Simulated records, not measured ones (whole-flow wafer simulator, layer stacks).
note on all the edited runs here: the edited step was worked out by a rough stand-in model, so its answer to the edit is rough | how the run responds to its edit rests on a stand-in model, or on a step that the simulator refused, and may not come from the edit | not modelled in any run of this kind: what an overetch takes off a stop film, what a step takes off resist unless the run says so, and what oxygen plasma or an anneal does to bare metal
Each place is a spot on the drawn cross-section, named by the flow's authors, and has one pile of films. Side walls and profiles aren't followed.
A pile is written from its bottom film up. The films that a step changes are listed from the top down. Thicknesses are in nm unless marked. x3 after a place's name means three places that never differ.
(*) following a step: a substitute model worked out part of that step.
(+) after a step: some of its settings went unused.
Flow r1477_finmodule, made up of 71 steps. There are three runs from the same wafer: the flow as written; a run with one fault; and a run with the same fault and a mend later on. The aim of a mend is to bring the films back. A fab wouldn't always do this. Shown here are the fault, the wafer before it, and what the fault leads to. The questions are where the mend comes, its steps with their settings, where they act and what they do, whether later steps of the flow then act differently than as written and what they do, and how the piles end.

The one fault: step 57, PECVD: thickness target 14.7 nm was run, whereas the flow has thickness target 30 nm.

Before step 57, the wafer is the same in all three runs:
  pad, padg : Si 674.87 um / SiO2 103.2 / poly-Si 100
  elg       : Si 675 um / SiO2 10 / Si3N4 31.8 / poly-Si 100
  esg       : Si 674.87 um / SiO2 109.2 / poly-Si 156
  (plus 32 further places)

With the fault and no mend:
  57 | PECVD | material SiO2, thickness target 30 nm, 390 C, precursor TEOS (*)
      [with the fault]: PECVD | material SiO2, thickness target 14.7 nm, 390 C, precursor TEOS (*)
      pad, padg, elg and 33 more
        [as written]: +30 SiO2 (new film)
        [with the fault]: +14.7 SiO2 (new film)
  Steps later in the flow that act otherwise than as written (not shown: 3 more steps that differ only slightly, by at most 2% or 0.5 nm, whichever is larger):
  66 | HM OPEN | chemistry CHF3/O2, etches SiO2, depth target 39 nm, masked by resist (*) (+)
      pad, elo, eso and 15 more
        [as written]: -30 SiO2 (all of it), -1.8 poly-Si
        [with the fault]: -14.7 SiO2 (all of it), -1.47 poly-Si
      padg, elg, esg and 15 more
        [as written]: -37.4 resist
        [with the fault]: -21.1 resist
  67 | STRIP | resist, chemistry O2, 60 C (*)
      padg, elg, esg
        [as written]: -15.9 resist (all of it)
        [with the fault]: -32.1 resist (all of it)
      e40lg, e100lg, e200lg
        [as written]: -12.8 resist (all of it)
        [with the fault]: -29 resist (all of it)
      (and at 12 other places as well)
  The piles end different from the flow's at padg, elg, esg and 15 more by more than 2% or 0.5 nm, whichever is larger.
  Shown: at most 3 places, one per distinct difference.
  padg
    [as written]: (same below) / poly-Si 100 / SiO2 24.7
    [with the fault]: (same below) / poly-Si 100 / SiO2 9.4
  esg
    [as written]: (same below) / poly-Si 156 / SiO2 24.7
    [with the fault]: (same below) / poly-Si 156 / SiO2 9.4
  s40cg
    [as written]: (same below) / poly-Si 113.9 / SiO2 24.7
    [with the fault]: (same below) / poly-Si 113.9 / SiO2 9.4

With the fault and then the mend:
  After step 64 comes the mend.
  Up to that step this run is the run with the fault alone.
  64a | STRIP | resist, chemistry O2, 60 C
      padg, elg, esg
        -70 resist (all of it)
      e40lg, e100lg, e200lg
        -66.9 resist (all of it)
      s40sg, s45sg
        -91 resist (all of it)
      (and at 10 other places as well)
  64b | PECVD | material SiO2, thickness target 15.3 nm, 390 C, precursor TEOS (*) (the flow's step 57 again, with other settings)
      pad, padg, elg and 33 more
        +15.3 SiO2
  64c | COAT | resist, thickness 70 nm (*) (the flow's step 60 again)
      e40lg, e100lg, e200lg, elo, e40lo, e100lo, e200lo
        +66.9 resist (new film)
      pad, padg, elg, esg
        +70 resist (new film)
      s40sg, s45sg, s40so, s45so
        +91 resist (new film)
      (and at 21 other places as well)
  64d | SOFTBAKE | 180 C, 180 s (*) (the flow's step 61 again)
      leaves every film unchanged at each place that is followed
  64e | EXPOSE | resist, photomask GATE (the flow's step 62 again)
      leaves every film unchanged at each place that is followed
  64f | DEVELOP (*) (the flow's step 63 again)
      elo, e40lo, e100lo, e200lo
        -66.9 resist (all of it)
      eso, e40so
        -129.5 resist (all of it)
      s40so, s45so
        -91 resist (all of it)
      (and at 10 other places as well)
  None of the later steps of the flow acts differently than as written at any place that is followed.
  By the end, the piles equal the flow's at every place that both follow.
